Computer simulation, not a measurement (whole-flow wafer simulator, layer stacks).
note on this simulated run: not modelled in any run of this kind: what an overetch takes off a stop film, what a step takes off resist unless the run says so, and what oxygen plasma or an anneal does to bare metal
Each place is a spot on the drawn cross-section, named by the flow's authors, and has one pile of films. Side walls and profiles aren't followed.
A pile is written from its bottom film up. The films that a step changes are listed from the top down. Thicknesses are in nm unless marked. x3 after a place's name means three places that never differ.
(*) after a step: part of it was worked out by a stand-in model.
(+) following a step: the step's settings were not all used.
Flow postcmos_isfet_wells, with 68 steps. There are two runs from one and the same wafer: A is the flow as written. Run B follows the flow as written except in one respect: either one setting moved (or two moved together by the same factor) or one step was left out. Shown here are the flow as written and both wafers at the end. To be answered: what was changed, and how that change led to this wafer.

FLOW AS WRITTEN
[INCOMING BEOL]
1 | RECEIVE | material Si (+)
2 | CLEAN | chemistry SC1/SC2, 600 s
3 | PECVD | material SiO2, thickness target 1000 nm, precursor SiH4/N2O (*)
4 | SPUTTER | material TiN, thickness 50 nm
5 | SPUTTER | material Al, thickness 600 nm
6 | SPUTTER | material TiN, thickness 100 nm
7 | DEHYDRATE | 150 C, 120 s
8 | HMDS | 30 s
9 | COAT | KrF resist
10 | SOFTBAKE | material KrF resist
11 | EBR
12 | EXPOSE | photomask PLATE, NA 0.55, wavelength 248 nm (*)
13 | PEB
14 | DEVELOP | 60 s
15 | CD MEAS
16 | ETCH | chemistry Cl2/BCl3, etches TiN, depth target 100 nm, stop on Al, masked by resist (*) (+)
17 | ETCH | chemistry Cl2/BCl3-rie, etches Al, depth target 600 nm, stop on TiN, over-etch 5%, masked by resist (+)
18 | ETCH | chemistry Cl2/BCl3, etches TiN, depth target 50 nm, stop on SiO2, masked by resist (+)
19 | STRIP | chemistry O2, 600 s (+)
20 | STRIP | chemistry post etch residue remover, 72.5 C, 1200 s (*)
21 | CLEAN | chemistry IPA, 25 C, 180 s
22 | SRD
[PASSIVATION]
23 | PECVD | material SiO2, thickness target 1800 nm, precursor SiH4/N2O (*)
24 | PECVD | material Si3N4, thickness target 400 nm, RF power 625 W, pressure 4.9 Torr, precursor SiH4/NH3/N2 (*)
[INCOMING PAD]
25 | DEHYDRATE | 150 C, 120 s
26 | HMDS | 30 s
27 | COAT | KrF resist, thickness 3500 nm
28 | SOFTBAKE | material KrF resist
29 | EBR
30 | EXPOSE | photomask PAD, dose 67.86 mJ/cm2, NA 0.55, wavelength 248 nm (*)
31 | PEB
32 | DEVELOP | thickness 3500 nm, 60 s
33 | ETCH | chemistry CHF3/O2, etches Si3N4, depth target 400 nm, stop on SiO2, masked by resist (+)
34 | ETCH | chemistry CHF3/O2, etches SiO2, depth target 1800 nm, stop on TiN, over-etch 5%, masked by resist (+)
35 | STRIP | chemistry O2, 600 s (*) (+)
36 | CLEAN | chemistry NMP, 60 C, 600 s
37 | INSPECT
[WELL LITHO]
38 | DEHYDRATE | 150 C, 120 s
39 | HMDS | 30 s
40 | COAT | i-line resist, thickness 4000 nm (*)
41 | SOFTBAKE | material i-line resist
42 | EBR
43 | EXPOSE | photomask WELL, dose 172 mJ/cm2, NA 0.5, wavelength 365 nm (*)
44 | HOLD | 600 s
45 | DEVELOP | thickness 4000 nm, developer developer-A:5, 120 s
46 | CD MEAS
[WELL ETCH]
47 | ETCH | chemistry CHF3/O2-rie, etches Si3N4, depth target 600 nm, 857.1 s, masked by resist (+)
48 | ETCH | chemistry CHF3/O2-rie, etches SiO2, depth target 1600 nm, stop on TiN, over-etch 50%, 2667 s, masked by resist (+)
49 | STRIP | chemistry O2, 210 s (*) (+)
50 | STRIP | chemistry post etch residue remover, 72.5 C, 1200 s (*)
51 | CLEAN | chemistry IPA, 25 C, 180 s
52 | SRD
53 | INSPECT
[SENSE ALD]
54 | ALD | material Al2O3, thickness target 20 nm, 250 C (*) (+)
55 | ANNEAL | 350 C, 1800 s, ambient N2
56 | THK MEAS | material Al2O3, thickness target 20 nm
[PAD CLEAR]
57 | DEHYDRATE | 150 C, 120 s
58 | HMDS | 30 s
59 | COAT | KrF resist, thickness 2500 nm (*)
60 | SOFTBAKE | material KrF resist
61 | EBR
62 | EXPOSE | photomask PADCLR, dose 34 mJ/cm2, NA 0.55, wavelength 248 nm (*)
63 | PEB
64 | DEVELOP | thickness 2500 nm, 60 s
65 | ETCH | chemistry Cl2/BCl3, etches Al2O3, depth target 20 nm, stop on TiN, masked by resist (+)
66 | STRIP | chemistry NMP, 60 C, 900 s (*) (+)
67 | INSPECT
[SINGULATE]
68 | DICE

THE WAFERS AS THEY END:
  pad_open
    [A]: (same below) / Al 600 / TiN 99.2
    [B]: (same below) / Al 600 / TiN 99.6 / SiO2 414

Cause: step 34, ETCH: depth target 1386 nm was run, while the flow as written has depth target 1800 nm.

Step by step, how the change led to this:
  34 | ETCH | chemistry CHF3/O2, etches SiO2, depth target 1800 nm, stop on TiN, over-etch 5%, masked by resist (+)
      pad_open: A -1800 SiO2 (all of it) | B -1386 SiO2
      field, margin, well900, well1300 x3, pad_rim, pad_clr: A -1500 KrF resist | B -1155 KrF resist
  35 | STRIP | chemistry O2, 600 s (*) (+)
      field, margin, well900, well1300 x3, pad_rim, pad_clr: A -1613.3 KrF resist (all of it) | B -1958.3 KrF resist (all of it)
  40 | COAT | i-line resist, thickness 4000 nm (*)
      pad_clr: A +3256.8 i-line resist (new film) | B +3387.5 i-line resist (new film)
      pad_open: A +4804.7 i-line resist (new film) | B +4655.5 i-line resist (new film)
  41 | SOFTBAKE | material i-line resist
      pad_clr: A -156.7 i-line resist | B -116.7 i-line resist
      pad_open: A +115.3 i-line resist | B +96.5 i-line resist
  49 | STRIP | chemistry O2, 210 s (*) (+)
      pad_clr: A -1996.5 i-line resist (all of it) | B -2167.1 i-line resist (all of it)
      pad_open: A -3816.3 i-line resist (all of it) | B -3648.3 i-line resist (all of it)
  59 | COAT | KrF resist, thickness 2500 nm (*)
      pad_rim: A +1976.4 KrF resist (new film) | B +2070.9 KrF resist (new film)
      pad_clr: A +1691.6 KrF resist (new film) | B +1831.7 KrF resist (new film)
      (and at 1 other place as well)
  60 | SOFTBAKE | material KrF resist
      pad_clr: A -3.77 KrF resist | B -3.16 KrF resist
  63 | PEB
      pad_rim: A -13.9 KrF resist | B -14.6 KrF resist
      pad_clr: A -11.8 KrF resist | B -12.8 KrF resist
      (and at 1 other place as well)
  64 | DEVELOP | thickness 2500 nm, 60 s
      pad_clr: A -1676 KrF resist (all of it) | B -1815.7 KrF resist (all of it)
      pad_open: A -3045.1 KrF resist (all of it) | B -2941.4 KrF resist (all of it)
  66 | STRIP | chemistry NMP, 60 C, 900 s (*) (+)
      pad_rim: A -1923.7 KrF resist (all of it) | B -2017.3 KrF resist (all of it)
